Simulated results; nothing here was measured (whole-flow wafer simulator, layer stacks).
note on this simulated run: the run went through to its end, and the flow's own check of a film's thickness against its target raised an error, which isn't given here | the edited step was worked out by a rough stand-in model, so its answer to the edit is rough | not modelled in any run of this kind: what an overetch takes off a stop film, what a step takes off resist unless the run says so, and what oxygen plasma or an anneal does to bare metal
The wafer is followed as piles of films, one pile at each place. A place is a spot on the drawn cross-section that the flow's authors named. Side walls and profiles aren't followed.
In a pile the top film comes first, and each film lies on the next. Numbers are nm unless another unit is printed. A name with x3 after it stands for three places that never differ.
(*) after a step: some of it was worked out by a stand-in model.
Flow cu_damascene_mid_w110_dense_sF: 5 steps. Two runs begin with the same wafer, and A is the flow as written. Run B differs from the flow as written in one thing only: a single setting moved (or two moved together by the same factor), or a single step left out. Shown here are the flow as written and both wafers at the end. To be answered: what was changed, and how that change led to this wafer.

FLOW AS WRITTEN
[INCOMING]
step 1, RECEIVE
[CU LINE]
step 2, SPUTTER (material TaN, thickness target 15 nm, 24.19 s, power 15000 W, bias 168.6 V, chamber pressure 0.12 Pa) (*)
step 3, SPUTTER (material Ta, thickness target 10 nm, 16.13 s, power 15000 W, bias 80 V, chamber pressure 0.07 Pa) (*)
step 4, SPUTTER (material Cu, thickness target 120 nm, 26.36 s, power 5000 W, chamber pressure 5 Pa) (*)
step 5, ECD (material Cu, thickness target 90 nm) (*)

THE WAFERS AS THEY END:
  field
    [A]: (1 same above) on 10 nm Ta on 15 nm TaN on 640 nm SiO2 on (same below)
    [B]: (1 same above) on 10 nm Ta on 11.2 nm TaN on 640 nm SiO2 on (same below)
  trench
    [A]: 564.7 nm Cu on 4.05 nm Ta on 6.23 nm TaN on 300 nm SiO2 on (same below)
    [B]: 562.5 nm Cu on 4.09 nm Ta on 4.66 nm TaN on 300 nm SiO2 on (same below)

The reason: step 2, SPUTTER: power 11220 W was run, while the flow as written has power 15000 W.

Step by step, how the change led to this:
  step 2, SPUTTER (material TaN, thickness target 15 nm, 24.19 s, power 15000 W, bias 168.6 V, chamber pressure 0.12 Pa) (*)
      field: A +15 TaN (new film) | B +11.2 TaN (new film)
      trench: A +6.23 TaN (new film) | B +4.66 TaN (new film)
